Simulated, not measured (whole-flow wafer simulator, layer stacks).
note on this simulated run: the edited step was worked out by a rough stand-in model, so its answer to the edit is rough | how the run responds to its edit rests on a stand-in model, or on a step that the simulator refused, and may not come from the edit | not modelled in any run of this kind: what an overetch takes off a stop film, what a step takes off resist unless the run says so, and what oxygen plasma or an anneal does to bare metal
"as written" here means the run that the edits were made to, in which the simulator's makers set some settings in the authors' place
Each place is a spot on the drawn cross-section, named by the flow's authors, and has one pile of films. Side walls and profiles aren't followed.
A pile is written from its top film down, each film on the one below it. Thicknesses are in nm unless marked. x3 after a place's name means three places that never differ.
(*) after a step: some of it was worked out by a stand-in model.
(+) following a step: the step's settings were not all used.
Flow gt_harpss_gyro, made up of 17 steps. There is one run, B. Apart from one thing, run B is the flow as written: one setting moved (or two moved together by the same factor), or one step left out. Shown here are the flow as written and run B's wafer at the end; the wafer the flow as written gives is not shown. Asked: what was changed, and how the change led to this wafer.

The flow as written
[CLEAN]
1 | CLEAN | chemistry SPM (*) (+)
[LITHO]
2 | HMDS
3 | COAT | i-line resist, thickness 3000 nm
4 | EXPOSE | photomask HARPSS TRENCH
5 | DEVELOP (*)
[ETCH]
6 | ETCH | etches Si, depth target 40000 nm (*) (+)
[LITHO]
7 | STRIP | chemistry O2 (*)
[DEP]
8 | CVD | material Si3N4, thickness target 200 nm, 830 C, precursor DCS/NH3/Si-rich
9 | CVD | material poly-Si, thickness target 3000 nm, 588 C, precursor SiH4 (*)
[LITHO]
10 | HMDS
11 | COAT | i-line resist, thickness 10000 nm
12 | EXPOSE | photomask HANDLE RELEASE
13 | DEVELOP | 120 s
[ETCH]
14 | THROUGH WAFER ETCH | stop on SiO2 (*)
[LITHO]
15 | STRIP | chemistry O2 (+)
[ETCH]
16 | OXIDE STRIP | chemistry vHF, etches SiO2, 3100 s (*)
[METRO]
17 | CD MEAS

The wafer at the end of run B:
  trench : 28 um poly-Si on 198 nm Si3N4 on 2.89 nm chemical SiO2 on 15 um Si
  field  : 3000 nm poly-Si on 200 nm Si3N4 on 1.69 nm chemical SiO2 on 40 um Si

What caused this: step 6, ETCH: depth target 25000 nm was run, though the flow has depth target 40000 nm.

Step by step, how the change led to this:
  6 | ETCH | etches Si, depth target 40000 nm (*) (+)
      trench: chemical SiO2 loses 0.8 (all of it), Si loses 25 um (it would be, as written: chemical SiO2 loses 0.8 (all of it), Si loses 40 um (all of it))
      field: i-line resist loses 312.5 (it would be, as written: i-line resist loses 500)
  7 | STRIP | chemistry O2 (*)
      trench: chemical SiO2 gains 2.89 (new film), Si loses 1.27 (it would be, as written: nothing)
      field: i-line resist loses 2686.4 (all of it), chemical SiO2 gains 0.89, Si loses 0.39 (it would be, as written: i-line resist loses 2498.9 (all of it), chemical SiO2 gains 0.87, Si loses 0.38)
  9 | CVD | material poly-Si, thickness target 3000 nm, 588 C, precursor SiH4 (*)
      trench: poly-Si gains 28 um (new film) (it would be, as written: poly-Si gains 43.01 um (new film))
